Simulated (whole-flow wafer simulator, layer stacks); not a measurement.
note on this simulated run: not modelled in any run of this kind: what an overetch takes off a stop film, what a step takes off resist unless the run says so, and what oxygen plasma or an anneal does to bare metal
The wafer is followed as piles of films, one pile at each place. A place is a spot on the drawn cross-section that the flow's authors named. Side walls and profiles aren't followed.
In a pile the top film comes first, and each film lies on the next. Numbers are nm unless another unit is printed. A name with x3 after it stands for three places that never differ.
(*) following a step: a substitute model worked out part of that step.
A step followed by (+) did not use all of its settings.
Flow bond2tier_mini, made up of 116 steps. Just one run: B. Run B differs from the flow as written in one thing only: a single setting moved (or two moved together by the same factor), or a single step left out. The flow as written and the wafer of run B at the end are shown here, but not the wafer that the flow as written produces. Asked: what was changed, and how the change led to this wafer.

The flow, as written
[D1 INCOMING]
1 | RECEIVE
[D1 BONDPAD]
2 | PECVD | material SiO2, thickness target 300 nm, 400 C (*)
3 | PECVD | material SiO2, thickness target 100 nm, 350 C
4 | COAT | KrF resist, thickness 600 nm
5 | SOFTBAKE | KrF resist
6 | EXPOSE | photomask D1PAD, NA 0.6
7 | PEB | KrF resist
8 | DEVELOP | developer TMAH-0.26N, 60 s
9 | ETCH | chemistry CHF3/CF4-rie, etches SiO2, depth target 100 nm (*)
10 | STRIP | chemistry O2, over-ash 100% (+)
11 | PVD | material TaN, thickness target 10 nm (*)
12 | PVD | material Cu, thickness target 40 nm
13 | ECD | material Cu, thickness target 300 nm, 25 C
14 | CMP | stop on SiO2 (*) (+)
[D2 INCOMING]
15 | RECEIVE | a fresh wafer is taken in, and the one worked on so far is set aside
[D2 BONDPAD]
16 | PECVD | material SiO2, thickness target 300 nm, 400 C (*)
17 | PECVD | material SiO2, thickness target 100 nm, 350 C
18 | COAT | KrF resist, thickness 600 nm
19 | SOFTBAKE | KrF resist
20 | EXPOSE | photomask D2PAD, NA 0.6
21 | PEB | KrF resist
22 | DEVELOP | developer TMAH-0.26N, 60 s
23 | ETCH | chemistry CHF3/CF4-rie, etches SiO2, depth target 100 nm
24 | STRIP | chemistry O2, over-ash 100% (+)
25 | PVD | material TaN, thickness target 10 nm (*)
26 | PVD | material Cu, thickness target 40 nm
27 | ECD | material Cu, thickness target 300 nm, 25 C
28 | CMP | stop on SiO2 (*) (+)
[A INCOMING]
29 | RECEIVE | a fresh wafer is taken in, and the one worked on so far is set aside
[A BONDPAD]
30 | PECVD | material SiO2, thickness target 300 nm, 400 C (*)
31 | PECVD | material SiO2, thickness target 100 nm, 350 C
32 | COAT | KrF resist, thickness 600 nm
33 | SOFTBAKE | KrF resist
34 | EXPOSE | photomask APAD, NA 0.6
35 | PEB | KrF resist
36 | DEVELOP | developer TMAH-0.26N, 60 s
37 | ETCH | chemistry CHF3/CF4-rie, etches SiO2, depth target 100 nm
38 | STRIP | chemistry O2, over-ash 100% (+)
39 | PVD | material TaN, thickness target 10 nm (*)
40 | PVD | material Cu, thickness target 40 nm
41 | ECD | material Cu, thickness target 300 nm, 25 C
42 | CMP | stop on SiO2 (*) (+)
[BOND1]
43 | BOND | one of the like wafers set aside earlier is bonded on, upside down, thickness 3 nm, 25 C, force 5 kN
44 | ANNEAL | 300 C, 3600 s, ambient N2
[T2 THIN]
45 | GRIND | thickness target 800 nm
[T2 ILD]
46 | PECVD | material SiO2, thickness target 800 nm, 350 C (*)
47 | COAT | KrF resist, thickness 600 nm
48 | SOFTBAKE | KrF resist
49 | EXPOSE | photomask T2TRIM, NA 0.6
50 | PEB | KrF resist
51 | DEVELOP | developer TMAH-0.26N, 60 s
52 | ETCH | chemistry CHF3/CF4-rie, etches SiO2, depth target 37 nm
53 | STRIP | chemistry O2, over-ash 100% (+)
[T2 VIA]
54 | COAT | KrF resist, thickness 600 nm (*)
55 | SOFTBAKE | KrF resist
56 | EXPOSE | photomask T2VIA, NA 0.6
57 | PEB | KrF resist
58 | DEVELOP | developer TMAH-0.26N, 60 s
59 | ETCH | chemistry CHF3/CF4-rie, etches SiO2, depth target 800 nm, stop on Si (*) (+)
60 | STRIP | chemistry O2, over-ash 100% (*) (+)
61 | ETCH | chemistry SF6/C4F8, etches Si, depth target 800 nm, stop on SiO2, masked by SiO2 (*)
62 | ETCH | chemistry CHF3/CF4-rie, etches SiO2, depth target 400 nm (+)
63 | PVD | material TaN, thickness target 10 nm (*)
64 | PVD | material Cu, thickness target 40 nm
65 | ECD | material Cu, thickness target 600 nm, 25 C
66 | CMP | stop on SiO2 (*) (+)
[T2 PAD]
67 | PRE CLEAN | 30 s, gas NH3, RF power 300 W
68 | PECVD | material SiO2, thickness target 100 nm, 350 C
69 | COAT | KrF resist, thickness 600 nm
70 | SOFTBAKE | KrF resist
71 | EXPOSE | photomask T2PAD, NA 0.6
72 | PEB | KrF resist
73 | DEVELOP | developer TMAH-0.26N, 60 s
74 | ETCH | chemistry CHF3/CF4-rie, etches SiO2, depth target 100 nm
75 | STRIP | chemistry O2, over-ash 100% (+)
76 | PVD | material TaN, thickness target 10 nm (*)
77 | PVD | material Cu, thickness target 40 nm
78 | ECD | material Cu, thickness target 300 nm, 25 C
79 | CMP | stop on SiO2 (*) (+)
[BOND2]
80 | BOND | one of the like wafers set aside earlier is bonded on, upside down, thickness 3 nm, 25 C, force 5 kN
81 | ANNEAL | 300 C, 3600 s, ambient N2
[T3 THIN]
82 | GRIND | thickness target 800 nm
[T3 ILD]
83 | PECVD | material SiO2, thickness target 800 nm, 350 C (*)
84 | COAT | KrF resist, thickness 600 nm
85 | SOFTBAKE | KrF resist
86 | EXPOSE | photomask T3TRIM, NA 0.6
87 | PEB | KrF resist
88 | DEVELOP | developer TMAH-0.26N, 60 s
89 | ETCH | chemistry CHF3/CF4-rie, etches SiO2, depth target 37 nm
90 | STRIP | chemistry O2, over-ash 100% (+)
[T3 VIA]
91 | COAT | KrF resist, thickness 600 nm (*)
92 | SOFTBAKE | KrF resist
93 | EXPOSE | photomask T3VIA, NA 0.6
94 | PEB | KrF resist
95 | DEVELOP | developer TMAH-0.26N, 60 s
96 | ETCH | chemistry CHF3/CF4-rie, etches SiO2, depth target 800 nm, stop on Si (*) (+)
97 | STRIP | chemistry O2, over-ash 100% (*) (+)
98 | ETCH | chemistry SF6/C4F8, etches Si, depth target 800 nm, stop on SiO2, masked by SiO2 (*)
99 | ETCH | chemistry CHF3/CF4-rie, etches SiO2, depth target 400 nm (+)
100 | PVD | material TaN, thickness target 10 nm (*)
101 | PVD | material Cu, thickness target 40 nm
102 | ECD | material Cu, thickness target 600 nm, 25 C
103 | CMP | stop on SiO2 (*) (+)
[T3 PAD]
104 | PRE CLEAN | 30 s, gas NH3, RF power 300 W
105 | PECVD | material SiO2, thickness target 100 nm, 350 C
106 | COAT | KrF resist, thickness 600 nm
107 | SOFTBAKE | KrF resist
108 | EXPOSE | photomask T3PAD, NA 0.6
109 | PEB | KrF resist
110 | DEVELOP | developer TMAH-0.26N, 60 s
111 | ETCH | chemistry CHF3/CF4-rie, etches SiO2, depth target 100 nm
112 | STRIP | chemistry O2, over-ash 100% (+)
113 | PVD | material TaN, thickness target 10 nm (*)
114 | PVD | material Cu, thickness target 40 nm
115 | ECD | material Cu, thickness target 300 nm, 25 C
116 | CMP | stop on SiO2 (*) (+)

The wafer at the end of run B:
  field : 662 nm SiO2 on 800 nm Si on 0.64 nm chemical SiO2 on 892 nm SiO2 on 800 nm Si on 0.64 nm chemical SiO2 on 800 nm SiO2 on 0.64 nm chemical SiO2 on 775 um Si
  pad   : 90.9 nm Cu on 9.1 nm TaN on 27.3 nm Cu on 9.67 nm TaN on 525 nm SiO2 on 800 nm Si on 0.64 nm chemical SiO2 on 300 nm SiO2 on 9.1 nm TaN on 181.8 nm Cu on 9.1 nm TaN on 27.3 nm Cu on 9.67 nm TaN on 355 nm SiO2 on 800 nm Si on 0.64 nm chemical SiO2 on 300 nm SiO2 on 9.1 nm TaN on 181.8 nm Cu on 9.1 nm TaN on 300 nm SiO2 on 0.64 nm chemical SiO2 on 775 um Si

Cause: step 99, ETCH: depth target 230 nm was run, while the flow as written has depth target 400 nm.

How this came from the change, step by step:
  99 | ETCH | chemistry CHF3/CF4-rie, etches SiO2, depth target 400 nm (+)
      field, pad: -230 SiO2 (in the flow as written it would be: -400 SiO2)
